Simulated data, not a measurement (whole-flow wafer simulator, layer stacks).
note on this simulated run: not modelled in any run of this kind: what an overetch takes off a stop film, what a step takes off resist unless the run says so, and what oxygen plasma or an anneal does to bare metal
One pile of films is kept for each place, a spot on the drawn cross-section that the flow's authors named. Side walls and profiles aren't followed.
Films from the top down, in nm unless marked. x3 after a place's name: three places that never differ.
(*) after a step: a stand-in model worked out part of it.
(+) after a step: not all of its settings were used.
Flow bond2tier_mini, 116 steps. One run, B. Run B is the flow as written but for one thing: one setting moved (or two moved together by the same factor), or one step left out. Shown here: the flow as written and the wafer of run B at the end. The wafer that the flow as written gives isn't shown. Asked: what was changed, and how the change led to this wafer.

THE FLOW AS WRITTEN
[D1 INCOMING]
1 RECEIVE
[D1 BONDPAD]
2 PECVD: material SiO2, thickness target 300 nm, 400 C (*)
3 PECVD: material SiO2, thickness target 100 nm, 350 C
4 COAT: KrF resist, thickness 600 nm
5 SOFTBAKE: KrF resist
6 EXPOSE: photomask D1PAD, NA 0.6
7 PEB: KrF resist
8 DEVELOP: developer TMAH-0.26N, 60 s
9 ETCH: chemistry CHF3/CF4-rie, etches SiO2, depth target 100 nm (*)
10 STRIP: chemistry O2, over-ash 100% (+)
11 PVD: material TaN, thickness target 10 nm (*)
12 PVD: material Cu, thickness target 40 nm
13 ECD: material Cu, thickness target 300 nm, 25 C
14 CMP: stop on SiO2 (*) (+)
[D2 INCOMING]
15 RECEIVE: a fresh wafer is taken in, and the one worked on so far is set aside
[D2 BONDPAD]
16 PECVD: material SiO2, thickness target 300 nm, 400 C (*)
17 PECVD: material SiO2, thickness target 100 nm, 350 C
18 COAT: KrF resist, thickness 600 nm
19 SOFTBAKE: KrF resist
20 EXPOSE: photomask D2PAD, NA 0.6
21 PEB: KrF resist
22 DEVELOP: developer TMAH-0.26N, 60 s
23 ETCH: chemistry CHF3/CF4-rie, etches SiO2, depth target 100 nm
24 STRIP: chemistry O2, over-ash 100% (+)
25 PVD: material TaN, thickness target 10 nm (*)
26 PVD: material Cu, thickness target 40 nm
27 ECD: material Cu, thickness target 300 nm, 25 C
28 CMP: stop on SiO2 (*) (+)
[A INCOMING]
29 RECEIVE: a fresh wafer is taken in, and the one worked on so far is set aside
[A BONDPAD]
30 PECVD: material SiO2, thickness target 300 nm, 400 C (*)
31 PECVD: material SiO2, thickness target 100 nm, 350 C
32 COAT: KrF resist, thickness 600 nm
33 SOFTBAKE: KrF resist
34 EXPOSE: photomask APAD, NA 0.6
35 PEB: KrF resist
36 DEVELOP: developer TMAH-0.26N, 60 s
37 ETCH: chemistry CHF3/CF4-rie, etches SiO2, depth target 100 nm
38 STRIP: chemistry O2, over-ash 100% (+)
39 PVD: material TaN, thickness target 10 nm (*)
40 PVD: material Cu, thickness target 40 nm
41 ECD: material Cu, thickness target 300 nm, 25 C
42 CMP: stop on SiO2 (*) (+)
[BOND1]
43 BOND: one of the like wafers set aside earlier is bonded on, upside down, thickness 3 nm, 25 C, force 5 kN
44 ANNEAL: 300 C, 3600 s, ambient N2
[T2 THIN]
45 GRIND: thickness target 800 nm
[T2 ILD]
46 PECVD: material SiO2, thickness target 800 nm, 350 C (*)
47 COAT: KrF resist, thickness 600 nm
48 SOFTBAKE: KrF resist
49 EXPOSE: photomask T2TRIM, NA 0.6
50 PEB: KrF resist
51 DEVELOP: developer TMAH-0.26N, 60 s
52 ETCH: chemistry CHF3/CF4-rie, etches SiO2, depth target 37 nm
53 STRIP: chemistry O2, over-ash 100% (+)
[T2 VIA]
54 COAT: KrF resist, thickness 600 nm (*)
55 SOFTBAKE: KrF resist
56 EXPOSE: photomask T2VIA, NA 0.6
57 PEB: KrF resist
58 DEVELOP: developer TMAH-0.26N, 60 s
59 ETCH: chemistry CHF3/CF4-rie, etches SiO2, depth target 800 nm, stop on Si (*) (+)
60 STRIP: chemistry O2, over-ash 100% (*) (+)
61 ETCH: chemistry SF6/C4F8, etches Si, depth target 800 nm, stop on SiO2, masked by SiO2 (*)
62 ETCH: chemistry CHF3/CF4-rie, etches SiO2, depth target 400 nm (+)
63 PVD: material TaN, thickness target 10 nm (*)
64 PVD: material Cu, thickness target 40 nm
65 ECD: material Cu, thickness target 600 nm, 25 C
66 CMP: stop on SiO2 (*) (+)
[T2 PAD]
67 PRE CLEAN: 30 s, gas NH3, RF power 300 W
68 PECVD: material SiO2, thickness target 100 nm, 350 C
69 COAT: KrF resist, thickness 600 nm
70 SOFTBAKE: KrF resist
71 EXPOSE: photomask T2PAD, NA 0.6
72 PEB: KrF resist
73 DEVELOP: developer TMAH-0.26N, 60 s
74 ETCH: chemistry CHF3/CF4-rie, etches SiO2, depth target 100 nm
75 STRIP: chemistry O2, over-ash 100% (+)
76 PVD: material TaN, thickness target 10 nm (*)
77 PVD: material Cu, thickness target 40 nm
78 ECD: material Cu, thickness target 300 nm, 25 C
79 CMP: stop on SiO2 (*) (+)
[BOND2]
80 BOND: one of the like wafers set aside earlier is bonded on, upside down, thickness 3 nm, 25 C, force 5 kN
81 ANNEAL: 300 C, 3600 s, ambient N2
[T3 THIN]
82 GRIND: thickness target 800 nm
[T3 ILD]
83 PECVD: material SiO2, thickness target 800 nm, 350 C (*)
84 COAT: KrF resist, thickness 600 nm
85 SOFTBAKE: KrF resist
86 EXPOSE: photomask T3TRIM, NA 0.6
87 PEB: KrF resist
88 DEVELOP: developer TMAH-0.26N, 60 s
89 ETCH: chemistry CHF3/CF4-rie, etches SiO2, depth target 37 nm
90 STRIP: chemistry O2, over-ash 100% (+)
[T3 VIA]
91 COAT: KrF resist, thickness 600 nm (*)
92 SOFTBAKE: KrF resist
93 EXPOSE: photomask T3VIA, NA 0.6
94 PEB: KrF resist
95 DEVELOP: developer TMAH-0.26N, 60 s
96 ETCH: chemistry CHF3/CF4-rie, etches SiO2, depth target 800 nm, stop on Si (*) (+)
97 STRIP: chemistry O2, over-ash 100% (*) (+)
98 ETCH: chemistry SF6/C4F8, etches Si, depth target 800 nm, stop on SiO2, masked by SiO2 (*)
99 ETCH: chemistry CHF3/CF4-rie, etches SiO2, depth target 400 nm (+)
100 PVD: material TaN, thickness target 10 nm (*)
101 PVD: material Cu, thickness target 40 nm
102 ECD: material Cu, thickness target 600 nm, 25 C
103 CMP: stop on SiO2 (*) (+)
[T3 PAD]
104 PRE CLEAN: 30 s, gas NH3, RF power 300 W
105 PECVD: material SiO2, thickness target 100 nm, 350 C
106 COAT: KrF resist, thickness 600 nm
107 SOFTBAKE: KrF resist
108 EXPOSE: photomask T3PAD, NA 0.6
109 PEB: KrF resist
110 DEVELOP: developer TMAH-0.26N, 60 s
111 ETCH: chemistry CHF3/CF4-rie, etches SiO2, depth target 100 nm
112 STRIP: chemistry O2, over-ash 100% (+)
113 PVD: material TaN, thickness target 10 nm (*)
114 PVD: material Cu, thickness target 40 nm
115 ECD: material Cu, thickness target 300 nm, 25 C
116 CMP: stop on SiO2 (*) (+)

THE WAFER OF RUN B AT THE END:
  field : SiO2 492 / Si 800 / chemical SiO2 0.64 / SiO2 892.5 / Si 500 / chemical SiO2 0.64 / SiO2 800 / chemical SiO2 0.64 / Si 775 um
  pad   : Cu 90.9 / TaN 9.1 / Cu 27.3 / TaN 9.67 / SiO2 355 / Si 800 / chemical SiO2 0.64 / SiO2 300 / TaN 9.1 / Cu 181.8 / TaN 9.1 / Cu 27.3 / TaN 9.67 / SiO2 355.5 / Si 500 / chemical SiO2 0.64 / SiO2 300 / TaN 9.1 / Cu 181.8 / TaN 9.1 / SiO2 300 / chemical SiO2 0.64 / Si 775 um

The cause: step 45, GRIND: thickness target 500 nm was run, where the flow has thickness target 800 nm.
It can be read off the wafer: field has Si 500, and step 45 as written asks for 800 nm.

How the change led to this, step by step:
  45 GRIND: thickness target 800 nm
      field, pad, via: Si -774.5 um (as written it would be: Si -774.2 um)
